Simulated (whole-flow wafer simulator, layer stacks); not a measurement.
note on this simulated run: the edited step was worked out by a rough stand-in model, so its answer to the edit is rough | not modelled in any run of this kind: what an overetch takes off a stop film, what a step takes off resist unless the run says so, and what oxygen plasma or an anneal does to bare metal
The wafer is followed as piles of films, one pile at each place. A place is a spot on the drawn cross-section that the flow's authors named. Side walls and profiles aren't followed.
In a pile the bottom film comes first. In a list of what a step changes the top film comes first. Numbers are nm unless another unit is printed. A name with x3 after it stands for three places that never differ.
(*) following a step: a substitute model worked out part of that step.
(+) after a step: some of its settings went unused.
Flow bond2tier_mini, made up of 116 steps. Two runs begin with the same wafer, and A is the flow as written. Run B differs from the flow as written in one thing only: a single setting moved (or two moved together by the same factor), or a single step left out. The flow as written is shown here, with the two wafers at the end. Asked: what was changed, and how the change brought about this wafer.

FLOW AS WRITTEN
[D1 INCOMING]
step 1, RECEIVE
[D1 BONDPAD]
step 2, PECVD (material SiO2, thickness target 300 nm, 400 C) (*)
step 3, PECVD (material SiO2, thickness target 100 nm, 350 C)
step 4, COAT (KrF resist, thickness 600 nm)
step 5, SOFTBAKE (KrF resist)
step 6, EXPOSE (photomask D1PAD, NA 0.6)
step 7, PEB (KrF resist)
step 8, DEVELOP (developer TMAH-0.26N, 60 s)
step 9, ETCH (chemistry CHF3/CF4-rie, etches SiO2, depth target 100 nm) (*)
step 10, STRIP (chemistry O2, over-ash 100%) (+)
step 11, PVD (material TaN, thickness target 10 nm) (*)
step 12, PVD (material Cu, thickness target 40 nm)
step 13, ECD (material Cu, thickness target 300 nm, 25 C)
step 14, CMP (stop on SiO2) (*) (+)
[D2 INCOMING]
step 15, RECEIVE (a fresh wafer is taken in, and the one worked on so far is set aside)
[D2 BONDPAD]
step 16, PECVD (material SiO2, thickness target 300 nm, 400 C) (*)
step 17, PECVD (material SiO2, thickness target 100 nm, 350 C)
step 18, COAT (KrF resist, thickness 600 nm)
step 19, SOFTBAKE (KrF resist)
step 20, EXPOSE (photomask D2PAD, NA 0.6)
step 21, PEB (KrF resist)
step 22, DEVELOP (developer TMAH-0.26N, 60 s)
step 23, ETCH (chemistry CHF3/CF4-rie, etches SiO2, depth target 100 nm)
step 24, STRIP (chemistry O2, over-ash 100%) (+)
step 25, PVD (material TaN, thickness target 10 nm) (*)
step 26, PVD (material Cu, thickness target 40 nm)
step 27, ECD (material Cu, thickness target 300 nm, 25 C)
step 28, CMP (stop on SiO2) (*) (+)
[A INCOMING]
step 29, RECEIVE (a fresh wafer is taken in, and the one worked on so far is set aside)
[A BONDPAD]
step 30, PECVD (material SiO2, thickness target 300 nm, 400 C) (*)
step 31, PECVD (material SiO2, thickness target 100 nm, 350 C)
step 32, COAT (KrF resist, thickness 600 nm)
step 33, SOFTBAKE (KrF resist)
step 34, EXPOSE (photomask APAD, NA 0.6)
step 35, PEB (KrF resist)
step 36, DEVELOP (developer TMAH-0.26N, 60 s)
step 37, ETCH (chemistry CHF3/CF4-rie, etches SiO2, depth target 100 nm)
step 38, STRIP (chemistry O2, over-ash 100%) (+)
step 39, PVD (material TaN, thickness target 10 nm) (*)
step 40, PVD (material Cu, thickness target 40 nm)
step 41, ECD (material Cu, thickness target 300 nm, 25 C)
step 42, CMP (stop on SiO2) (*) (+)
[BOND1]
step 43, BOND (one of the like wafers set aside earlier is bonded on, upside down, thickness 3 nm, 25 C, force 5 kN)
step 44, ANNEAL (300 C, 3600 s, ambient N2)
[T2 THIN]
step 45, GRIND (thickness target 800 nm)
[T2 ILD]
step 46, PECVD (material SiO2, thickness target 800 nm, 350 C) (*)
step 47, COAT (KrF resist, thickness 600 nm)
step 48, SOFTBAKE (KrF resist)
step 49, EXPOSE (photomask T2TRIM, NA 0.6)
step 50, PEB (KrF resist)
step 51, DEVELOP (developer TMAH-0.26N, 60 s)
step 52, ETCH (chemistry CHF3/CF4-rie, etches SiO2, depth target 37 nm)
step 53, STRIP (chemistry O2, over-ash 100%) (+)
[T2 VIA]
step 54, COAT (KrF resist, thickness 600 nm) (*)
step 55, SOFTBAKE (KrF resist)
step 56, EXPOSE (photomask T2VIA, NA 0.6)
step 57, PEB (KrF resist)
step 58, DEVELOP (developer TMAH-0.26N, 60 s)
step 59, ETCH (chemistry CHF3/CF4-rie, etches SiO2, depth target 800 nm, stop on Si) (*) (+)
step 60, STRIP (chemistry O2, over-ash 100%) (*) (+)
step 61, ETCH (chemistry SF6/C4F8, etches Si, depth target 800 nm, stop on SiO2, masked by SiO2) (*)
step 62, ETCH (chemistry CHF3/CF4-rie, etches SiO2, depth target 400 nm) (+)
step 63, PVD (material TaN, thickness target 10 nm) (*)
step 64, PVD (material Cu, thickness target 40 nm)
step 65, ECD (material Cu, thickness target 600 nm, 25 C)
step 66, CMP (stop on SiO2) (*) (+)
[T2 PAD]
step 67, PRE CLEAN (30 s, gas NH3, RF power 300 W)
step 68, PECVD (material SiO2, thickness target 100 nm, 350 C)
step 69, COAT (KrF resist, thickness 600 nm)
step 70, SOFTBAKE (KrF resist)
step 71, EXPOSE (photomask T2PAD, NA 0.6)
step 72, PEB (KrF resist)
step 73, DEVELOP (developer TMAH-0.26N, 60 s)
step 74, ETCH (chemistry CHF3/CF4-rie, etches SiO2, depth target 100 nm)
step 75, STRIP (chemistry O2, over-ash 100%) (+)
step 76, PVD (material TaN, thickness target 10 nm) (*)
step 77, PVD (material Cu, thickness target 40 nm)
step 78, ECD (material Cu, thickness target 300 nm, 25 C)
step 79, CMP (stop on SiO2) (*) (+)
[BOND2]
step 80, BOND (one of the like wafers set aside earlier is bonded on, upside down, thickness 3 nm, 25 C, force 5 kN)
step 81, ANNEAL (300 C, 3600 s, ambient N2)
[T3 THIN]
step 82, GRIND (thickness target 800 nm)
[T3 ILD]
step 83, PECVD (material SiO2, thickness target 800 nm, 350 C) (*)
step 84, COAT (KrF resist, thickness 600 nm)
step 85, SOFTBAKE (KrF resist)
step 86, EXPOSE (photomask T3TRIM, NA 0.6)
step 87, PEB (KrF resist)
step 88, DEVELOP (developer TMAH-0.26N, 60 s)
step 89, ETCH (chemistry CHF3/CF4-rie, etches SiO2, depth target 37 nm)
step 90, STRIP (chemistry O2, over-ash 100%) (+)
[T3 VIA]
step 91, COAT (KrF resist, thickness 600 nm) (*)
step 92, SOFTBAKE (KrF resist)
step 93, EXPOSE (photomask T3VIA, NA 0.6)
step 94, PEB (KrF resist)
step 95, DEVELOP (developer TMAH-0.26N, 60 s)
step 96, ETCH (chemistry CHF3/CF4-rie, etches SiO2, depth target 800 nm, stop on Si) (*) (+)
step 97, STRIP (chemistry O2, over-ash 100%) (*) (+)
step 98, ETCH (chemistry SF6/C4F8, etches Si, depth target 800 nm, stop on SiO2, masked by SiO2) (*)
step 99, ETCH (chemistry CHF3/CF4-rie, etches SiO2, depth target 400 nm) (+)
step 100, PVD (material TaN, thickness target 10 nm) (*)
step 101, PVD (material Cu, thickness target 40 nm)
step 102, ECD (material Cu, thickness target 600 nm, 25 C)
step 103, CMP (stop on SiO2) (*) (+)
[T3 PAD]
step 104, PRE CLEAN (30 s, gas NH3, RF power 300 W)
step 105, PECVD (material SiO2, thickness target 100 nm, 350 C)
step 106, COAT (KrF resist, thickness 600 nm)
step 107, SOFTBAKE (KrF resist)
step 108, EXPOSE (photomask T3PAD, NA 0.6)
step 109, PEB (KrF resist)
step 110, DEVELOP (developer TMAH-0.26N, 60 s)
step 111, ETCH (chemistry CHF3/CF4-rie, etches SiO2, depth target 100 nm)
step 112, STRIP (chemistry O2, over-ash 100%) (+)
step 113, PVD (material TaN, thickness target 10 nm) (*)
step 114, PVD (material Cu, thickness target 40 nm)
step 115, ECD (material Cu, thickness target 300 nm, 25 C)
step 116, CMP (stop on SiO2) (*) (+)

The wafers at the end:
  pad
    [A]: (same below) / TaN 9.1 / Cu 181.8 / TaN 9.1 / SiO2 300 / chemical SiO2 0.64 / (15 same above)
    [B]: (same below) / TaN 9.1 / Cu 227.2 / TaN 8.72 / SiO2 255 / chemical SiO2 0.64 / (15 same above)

What caused this: step 9, ETCH: depth target 145 nm was run, though the flow has depth target 100 nm.

Step by step, how the change led to this:
  step 9, ETCH (chemistry CHF3/CF4-rie, etches SiO2, depth target 100 nm) (*)
      pad, via: A -100 SiO2 | B -145 SiO2
      field: A -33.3 KrF resist | B -48.3 KrF resist
  step 10, STRIP (chemistry O2, over-ash 100%) (+)
      field: A -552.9 KrF resist (all of it) | B -537.9 KrF resist (all of it)
  step 12, PVD (material Cu, thickness target 40 nm)
      pad: A +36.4 Cu (new film) | B +34.9 Cu (new film)
  step 13, ECD (material Cu, thickness target 300 nm, 25 C)
      pad: A +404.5 Cu | B +451.4 Cu
      via: A +400.2 Cu | B +445.5 Cu
  step 43, BOND (one of the like wafers set aside earlier is bonded on, upside down, thickness 3 nm, 25 C, force 5 kN)
      pad: A +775 um Si (new film), +0.64 chemical SiO2 (new film), +300 SiO2 (new film), +9.1 TaN (new film), +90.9 Cu | B +775 um Si (new film), +0.64 chemical SiO2 (new film), +255 SiO2 (new film), +8.72 TaN (new film), +136.3 Cu
      via: A +775 um Si (new film), +0.64 chemical SiO2 (new film), +300 SiO2 (new film), +9.97 TaN (new film), +90 Cu | B +775 um Si (new film), +0.64 chemical SiO2 (new film), +255 SiO2 (new film), +9.92 TaN (new film), +135.1 Cu
